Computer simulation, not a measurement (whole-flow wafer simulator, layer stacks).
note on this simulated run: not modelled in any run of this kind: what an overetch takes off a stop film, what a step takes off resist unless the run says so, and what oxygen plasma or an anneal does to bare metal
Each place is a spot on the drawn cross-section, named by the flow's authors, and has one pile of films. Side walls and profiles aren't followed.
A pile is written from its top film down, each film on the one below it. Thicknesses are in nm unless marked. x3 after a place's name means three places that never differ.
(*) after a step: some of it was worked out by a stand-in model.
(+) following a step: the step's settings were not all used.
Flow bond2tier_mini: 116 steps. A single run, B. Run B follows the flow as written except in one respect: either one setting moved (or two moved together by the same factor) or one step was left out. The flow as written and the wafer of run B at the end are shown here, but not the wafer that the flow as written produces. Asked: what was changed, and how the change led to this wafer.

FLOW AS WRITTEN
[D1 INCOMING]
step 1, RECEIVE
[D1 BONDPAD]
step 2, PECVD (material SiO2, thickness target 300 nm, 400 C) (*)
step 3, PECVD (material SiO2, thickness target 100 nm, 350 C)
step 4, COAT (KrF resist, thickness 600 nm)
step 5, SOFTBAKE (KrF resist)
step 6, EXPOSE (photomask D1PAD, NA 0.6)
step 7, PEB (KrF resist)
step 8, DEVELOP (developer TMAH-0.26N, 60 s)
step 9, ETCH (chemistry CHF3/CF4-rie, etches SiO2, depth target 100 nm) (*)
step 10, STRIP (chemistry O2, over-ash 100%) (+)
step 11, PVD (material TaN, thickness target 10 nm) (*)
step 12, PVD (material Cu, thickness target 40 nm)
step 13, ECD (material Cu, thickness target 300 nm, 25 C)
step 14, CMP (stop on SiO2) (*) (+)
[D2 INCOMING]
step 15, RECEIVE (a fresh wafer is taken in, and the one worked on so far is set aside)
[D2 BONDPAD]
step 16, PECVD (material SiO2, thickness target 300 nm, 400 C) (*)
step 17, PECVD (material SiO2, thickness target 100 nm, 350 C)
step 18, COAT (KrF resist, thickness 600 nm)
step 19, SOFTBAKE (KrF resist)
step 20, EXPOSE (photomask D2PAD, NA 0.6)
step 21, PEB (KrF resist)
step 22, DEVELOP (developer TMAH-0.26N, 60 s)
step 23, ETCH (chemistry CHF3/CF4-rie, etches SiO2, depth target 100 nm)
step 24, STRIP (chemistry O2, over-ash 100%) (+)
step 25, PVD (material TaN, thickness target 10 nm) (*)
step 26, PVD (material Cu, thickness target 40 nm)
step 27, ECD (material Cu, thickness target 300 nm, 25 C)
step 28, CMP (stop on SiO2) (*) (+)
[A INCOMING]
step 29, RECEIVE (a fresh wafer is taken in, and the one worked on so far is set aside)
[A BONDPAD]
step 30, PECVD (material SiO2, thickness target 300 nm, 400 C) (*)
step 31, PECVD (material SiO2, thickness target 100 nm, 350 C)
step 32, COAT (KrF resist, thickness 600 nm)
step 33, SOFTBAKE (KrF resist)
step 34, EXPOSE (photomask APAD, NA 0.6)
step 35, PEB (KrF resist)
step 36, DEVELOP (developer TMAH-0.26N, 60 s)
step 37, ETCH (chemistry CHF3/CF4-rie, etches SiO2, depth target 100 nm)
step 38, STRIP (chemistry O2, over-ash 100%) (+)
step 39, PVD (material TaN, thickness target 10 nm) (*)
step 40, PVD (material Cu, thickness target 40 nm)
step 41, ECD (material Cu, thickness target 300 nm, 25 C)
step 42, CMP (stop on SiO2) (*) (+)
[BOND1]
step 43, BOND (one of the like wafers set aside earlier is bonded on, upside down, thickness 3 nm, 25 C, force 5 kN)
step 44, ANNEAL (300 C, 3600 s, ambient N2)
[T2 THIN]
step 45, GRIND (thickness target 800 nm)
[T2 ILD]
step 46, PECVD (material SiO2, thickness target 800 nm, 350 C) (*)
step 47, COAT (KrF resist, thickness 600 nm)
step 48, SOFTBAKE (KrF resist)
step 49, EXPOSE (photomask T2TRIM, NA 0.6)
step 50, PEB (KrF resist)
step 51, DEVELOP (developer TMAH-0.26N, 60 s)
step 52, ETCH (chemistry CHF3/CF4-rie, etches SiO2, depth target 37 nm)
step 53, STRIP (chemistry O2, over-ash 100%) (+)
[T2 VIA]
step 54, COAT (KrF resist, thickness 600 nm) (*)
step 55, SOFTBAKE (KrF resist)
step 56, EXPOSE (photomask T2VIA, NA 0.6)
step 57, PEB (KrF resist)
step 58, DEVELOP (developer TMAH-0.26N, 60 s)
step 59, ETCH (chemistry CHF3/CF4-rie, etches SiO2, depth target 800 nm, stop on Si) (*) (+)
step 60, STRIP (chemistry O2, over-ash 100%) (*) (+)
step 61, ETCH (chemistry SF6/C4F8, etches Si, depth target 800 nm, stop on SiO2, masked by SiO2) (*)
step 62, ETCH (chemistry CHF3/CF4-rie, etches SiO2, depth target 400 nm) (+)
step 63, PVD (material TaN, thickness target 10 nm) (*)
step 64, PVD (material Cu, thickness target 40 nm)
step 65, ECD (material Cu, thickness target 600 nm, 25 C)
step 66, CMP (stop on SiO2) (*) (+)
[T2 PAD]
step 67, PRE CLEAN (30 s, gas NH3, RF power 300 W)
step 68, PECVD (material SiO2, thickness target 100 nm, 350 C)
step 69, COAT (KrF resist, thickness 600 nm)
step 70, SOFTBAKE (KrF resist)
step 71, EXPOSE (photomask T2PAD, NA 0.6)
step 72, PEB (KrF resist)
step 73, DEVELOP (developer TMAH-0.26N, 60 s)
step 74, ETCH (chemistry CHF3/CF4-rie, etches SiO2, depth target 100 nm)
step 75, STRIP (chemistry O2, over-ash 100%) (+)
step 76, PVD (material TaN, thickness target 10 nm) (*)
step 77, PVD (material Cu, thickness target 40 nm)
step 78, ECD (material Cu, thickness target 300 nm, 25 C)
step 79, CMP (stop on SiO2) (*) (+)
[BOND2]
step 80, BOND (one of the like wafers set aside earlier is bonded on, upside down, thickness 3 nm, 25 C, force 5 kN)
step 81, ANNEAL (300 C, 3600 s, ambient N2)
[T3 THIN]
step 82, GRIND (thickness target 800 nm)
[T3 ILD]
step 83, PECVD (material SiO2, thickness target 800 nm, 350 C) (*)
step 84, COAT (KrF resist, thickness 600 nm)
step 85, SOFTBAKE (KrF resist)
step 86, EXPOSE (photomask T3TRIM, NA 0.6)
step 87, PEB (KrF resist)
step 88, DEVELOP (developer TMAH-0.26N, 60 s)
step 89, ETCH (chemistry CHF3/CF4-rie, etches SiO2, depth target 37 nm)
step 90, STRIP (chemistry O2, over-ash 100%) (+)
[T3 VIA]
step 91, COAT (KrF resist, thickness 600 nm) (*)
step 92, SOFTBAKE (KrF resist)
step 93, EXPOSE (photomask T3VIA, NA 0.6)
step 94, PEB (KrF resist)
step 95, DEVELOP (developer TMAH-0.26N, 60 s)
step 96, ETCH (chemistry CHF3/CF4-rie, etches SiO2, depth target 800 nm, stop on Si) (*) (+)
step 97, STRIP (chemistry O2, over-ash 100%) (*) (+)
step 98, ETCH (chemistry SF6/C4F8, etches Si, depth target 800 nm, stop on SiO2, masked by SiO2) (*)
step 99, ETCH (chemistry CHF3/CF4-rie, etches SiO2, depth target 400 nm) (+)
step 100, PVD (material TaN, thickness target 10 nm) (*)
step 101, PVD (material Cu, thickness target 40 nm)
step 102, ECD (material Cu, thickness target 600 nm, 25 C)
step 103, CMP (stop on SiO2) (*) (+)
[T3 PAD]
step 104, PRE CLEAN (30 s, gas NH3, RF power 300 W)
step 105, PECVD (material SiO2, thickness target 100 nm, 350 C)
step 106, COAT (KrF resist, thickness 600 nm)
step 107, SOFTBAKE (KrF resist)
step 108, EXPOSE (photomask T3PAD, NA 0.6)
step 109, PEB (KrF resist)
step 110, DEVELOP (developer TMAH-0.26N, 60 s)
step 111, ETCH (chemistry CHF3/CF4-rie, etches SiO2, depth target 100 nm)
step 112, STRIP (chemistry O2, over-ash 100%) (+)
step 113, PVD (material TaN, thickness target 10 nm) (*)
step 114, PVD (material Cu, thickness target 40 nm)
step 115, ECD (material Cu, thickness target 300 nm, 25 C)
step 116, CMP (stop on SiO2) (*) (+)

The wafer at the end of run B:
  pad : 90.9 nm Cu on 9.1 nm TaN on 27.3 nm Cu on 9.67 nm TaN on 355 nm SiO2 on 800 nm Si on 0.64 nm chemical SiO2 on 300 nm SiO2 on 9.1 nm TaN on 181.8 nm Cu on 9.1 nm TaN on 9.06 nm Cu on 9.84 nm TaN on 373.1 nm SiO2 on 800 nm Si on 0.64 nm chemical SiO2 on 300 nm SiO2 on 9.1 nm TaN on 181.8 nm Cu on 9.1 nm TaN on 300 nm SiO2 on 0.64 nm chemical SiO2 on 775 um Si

The reason: step 52, ETCH: depth target 18.9 nm was run, while the flow as written has depth target 37 nm.

How this came from the change, step by step:
  step 52, ETCH (chemistry CHF3/CF4-rie, etches SiO2, depth target 37 nm)
      pad, via: SiO2 loses 18.9 (in the flow as written it would be: SiO2 loses 37)
      field: KrF resist loses 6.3 (in the flow as written it would be: KrF resist loses 12.3)
  step 59, ETCH (chemistry CHF3/CF4-rie, etches SiO2, depth target 800 nm, stop on Si) (*) (+)
      via: SiO2 loses 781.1 (all of it) (in the flow as written it would be: SiO2 loses 763 (all of it))
  step 60, STRIP (chemistry O2, over-ash 100%) (*) (+)
      field: KrF resist loses 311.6 (all of it) (in the flow as written it would be: KrF resist loses 303.9 (all of it))
      pad: KrF resist loses 328 (all of it) (in the flow as written it would be: KrF resist loses 336 (all of it))
  step 65, ECD (material Cu, thickness target 600 nm, 25 C)
      pad: Cu gains 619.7 (in the flow as written it would be: Cu gains 638.7)
